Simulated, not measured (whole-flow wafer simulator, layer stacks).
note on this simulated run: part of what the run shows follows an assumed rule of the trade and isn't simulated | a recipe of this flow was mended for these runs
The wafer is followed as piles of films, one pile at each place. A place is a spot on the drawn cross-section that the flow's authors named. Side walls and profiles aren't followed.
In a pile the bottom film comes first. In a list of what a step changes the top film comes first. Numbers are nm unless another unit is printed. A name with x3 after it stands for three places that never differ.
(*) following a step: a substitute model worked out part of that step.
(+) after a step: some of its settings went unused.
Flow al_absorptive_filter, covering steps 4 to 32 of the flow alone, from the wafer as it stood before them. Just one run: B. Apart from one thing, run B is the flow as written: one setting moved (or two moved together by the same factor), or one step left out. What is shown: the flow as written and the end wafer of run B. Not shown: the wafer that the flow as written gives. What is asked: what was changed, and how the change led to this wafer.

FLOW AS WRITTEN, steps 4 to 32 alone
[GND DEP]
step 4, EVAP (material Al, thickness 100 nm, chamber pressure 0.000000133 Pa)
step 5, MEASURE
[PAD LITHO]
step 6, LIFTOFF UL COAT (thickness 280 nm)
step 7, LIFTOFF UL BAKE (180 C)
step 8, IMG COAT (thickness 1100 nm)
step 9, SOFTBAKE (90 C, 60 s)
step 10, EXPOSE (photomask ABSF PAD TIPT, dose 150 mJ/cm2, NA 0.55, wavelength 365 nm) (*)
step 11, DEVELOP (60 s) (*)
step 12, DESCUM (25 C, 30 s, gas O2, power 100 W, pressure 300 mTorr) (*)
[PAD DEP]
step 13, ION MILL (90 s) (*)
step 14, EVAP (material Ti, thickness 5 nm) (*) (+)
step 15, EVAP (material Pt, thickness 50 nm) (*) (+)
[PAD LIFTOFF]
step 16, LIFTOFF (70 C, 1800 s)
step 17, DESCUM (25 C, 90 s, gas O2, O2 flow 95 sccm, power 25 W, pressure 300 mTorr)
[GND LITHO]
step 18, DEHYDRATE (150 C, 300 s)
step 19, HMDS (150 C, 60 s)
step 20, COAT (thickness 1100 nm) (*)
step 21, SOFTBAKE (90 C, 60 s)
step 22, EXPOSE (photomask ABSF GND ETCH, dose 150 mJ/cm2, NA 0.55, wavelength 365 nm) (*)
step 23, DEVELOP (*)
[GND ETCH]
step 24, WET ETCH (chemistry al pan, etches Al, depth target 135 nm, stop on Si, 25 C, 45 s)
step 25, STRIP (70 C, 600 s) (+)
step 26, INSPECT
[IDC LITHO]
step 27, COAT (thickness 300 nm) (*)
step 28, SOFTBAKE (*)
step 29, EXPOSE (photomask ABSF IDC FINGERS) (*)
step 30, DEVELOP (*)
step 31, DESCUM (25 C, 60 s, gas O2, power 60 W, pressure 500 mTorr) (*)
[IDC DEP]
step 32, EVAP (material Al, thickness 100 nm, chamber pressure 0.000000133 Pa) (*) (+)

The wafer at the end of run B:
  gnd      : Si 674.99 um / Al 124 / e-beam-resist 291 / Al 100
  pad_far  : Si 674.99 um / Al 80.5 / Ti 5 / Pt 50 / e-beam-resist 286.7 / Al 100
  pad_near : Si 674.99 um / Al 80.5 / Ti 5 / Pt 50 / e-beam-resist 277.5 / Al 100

The reason: step 4, EVAP: thickness 124 nm was run, though the flow has thickness 100 nm.
The wafer lets one read it off: gnd has Al 124, and step 4 as written asks for 100 nm.

How this came from the change, step by step:
  step 4, EVAP (material Al, thickness 100 nm, chamber pressure 0.000000133 Pa)
      gnd, pad_far, pad_near and 11 more: +124 Al (new film) (it would be, as written: +100 Al (new film))
  step 24, WET ETCH (chemistry al pan, etches Al, depth target 135 nm, stop on Si, 25 C, 45 s)
      res, xl_gap, idc_field x2, idc_line: -110.7 Al (all of it) (it would be, as written: -86.7 Al (all of it))
  step 27, COAT (thickness 300 nm) (*)
      ledge: +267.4 e-beam-resist (new film) (it would be, as written: +274.4 e-beam-resist (new film))
      res: +360.8 e-beam-resist (new film) (it would be, as written: +349.6 e-beam-resist (new film))
      (as well as at 1 more place)
